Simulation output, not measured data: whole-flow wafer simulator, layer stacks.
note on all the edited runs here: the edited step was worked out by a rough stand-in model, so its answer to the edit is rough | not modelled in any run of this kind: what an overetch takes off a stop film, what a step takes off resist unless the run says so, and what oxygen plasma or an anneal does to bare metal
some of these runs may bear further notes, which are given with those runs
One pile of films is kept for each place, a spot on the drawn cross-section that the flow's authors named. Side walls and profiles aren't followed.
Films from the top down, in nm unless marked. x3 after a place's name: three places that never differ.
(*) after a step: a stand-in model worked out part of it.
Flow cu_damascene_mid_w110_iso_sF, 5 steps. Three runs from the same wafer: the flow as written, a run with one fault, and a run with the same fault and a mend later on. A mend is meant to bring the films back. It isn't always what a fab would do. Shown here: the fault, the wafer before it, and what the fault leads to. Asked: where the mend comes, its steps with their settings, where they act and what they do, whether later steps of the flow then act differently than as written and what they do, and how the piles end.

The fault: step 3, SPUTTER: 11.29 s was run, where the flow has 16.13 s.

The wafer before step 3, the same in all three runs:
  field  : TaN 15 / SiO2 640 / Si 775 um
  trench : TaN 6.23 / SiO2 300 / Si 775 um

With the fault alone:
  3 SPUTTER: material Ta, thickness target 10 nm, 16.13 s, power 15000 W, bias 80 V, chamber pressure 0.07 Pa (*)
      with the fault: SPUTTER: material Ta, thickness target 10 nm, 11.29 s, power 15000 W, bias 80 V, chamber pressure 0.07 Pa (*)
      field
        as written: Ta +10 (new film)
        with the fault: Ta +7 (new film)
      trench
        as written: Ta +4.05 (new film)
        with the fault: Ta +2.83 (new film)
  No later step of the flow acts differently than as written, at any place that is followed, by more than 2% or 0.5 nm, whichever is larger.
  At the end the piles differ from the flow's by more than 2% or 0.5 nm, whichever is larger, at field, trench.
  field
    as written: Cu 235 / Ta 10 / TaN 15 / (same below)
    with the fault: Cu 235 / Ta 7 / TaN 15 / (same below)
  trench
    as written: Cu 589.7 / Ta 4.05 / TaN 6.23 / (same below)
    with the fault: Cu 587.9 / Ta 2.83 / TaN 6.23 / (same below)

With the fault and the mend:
  The mend comes after step 3.
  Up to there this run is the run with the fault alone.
  3a SPUTTER: material Ta, thickness target 10 nm, 4.84 s, power 15000 W, bias 80 V, chamber pressure 0.07 Pa (*) (the flow's step 3 once more, with other settings)
      field
        Ta +3
      trench
        Ta +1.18
  No later step of the flow acts differently than as written, at any place that is followed, by more than 2% or 0.5 nm, whichever is larger.
  At the end the piles differ from the flow's only slightly at the places that both follow, by at most 2% or 0.5 nm, whichever is larger.
